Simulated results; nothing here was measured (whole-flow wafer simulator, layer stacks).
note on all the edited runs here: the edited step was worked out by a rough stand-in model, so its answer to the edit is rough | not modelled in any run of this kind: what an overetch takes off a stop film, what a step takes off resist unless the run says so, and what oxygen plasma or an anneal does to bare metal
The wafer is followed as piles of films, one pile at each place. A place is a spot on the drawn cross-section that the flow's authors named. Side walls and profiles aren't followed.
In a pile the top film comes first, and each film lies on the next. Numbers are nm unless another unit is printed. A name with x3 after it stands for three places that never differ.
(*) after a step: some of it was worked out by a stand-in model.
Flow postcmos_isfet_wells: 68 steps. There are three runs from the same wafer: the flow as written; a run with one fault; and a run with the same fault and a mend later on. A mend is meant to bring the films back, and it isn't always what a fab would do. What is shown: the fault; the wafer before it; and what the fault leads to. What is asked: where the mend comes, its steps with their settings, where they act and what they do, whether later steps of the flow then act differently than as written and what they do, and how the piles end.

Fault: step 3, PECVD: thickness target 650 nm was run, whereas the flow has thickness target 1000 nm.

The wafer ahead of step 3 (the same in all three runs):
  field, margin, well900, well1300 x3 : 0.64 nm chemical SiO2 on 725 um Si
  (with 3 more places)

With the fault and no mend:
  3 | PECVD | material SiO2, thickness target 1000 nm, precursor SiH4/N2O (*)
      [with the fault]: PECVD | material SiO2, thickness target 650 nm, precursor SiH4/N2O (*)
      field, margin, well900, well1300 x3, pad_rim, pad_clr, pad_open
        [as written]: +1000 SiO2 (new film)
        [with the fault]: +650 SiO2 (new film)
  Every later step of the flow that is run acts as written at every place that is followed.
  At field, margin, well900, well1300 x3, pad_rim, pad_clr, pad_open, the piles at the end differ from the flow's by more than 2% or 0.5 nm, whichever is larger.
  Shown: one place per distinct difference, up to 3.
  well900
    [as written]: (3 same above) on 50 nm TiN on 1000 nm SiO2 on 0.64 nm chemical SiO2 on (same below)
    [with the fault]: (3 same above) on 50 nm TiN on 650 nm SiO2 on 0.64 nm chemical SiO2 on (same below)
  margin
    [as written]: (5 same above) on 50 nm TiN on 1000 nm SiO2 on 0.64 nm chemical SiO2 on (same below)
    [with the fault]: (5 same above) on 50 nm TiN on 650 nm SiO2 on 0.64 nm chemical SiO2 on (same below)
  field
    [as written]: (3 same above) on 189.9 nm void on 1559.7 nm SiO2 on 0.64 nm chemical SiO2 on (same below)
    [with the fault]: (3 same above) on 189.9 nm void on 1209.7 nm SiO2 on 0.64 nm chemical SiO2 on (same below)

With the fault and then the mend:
  The mend follows step 3.
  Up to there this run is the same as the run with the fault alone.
  3a | PECVD | material SiO2, thickness target 350 nm, precursor SiH4/N2O (*) (the flow's step 3 again, with other settings)
      field, margin, well900, well1300 x3, pad_rim, pad_clr, pad_open
        +350 SiO2
  Every later step of the flow that is run acts as written at every place that is followed.
  The piles end the same as the flow's at every place that both follow.
